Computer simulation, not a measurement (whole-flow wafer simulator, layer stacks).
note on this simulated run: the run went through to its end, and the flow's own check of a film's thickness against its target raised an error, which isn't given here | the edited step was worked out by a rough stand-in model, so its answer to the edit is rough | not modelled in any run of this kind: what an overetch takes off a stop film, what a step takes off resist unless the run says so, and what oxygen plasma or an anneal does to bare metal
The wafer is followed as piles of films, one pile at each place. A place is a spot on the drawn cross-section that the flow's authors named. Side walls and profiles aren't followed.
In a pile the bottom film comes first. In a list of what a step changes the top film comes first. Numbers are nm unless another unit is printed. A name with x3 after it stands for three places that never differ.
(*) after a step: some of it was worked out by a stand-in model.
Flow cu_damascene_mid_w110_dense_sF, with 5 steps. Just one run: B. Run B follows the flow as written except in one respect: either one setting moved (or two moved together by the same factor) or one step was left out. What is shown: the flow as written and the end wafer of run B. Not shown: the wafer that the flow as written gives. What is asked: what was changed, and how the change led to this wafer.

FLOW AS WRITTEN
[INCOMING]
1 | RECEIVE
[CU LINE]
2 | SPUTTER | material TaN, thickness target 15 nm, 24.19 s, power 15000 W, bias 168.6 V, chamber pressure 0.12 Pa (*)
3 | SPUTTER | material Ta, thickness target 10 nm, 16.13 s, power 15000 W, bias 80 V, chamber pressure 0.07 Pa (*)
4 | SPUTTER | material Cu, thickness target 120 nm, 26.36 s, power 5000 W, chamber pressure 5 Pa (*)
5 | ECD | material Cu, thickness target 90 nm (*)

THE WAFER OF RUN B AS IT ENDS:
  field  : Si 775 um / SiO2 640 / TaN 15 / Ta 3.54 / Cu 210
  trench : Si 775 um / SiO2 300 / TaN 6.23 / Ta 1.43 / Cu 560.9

What caused this: step 3, SPUTTER: 5.71 s was run, while the flow as written has 16.13 s.

How this came from the change, step by step:
  3 | SPUTTER | material Ta, thickness target 10 nm, 16.13 s, power 15000 W, bias 80 V, chamber pressure 0.07 Pa (*)
      field: +3.54 Ta (new film) (it would be, as written: +10 Ta (new film))
      trench: +1.43 Ta (new film) (it would be, as written: +4.05 Ta (new film))
  4 | SPUTTER | material Cu, thickness target 120 nm, 26.36 s, power 5000 W, chamber pressure 5 Pa (*)
      trench: +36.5 Cu (new film) (it would be, as written: +35.7 Cu (new film))
